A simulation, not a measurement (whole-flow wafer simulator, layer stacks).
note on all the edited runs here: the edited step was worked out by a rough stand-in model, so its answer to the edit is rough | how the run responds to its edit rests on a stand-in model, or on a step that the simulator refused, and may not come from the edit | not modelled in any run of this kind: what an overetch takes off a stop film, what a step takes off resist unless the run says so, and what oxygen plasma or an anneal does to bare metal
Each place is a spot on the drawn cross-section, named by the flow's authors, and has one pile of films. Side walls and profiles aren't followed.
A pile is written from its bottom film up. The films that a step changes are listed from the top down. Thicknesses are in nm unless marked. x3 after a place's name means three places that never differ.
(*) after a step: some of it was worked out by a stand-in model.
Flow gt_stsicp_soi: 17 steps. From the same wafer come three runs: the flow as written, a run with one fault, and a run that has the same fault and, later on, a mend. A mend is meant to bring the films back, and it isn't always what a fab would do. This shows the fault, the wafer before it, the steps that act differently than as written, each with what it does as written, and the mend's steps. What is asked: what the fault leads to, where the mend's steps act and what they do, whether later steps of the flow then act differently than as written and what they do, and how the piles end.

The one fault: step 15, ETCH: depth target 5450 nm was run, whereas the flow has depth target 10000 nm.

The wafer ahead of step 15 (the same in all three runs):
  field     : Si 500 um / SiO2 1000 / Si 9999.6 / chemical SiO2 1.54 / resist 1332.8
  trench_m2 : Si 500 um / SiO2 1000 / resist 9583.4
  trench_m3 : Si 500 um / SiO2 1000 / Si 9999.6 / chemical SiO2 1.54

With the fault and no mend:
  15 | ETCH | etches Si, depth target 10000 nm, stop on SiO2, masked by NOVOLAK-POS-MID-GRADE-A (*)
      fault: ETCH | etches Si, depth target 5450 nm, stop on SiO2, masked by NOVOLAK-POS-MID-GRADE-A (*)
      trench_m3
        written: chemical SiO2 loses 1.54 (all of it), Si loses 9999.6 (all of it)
        fault: chemical SiO2 loses 1.54 (all of it), Si loses 5450
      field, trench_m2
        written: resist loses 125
        fault: resist loses 68.1
  Later steps of the flow acting differently than as written:
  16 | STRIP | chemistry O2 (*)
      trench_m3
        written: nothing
        fault: chemical SiO2 gains 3 (new film), Si loses 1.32
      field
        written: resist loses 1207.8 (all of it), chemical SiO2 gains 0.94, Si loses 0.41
        fault: resist loses 1264.6 (all of it), chemical SiO2 gains 0.94, Si loses 0.42
  By the end, the piles at trench_m3 depart from the flow's by more than 2% or 0.5 nm, whichever is larger.
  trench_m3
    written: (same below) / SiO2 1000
    fault: (same below) / SiO2 1000 / Si 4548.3 / chemical SiO2 3

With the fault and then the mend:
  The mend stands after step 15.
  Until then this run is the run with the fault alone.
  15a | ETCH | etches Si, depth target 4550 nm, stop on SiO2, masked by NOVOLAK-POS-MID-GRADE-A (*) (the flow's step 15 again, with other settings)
      field, trench_m2
        resist loses 56.9
      trench_m3
        Si loses 4549.6 (all of it)
  None of the later steps of the flow acts differently than as written at any place that is followed.
  By the end, the piles equal the flow's at every place that both follow.
